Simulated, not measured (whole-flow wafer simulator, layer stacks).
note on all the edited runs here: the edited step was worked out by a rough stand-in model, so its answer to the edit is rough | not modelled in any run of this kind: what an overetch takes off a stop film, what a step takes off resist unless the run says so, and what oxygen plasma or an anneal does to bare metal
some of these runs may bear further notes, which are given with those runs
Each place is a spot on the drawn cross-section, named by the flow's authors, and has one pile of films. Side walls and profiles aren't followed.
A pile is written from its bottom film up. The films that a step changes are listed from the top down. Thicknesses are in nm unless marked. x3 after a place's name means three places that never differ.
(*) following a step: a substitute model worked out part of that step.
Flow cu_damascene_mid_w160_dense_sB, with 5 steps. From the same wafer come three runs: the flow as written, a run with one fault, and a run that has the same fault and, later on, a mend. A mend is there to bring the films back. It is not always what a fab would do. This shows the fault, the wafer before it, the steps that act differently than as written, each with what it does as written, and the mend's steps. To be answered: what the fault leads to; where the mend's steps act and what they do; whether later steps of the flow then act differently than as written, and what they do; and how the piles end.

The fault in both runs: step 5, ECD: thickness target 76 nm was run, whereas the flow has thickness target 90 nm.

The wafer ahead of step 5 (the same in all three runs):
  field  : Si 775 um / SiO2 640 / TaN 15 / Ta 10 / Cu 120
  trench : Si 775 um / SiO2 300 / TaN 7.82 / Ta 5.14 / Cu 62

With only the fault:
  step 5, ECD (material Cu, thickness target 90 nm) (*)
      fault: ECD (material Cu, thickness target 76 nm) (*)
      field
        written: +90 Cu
        fault: +76 Cu
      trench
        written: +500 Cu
        fault: +486 Cu
  None of the later steps of the flow acts differently than as written at any place that is followed.
  By the end, the piles at field, trench depart from the flow's by more than 2% or 0.5 nm, whichever is larger.
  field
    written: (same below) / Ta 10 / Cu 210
    fault: (same below) / Ta 10 / Cu 196
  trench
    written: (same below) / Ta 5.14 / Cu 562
    fault: (same below) / Ta 5.14 / Cu 548

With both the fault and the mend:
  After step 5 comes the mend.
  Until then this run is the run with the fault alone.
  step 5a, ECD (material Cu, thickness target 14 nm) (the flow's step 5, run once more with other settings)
      field, trench
        +14 Cu
  None of the later steps of the flow acts differently than as written at any place that is followed.
  By the end, the piles equal the flow's at every place that both follow.
